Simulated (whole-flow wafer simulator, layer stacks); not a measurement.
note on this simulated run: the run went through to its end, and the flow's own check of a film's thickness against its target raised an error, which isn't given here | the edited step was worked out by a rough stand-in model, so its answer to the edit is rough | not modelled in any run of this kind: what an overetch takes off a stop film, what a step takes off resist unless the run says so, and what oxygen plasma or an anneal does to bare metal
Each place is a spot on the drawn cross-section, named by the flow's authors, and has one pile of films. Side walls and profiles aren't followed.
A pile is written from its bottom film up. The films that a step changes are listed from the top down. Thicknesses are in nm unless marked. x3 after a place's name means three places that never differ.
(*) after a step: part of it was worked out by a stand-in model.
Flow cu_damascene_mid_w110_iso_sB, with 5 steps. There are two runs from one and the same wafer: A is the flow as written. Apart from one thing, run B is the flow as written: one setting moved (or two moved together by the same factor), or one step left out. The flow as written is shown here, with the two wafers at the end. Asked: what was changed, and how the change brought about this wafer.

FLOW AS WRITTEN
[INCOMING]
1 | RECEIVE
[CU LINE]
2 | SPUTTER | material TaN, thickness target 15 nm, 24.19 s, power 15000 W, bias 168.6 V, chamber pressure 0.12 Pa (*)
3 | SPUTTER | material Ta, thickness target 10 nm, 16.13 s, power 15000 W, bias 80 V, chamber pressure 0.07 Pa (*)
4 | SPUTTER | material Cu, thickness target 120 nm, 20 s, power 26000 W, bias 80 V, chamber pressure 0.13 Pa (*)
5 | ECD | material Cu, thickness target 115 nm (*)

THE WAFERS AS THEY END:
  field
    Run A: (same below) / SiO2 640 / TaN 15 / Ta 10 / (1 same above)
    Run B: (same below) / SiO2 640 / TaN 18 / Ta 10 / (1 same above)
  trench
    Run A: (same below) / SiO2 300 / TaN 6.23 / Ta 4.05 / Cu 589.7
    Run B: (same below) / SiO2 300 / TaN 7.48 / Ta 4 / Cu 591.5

Cause: step 2, SPUTTER: 29.03 s was run, whereas the flow has 24.19 s.

Step by step, how the change led to this:
  2 | SPUTTER | material TaN, thickness target 15 nm, 24.19 s, power 15000 W, bias 168.6 V, chamber pressure 0.12 Pa (*)
      field: A +15 TaN (new film) | B +18 TaN (new film)
      trench: A +6.23 TaN (new film) | B +7.48 TaN (new film)
